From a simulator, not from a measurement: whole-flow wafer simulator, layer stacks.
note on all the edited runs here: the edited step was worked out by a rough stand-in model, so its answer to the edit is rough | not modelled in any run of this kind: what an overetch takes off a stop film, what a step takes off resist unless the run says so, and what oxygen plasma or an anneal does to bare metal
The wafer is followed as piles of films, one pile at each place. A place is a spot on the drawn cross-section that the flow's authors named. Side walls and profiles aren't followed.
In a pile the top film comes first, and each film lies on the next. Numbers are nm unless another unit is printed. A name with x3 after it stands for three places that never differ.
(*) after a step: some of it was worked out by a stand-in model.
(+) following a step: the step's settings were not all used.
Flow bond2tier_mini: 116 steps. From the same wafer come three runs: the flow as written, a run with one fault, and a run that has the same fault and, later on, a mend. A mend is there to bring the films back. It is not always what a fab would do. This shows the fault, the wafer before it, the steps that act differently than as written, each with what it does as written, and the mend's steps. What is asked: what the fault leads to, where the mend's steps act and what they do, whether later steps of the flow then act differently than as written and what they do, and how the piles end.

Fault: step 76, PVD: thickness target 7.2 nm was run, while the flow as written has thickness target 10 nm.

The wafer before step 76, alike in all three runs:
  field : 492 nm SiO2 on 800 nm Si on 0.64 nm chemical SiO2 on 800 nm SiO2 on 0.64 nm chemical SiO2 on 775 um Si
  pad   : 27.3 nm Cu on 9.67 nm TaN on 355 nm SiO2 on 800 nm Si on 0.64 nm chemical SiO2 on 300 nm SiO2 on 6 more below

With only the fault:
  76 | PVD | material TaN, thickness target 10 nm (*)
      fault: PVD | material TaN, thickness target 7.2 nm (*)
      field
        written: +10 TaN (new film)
        fault: +7.2 TaN (new film)
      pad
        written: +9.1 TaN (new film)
        fault: +6.55 TaN (new film)
  Later steps of the flow acting differently than as written (1 other step is not shown; it differs only slightly, by no more than 2% or 0.5 nm, whichever is larger):
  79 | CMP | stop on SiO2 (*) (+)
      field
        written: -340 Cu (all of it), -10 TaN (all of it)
        fault: -340 Cu (all of it), -7.2 TaN (all of it)
  At pad, the piles at the end differ from the flow's by more than 2% or 0.5 nm, whichever is larger.
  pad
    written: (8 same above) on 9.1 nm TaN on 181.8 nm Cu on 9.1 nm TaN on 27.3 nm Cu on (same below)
    fault: (8 same above) on 9.1 nm TaN on 184.3 nm Cu on 6.55 nm TaN on 27.3 nm Cu on (same below)

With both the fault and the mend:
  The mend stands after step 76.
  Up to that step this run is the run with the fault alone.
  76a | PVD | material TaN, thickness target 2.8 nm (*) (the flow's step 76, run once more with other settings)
      field
        +2.8 TaN
      pad
        +2.55 TaN
  Every later step of the flow that is run acts as written at every place that is followed.
  At every place that both follow, the piles at the end match the flow's.
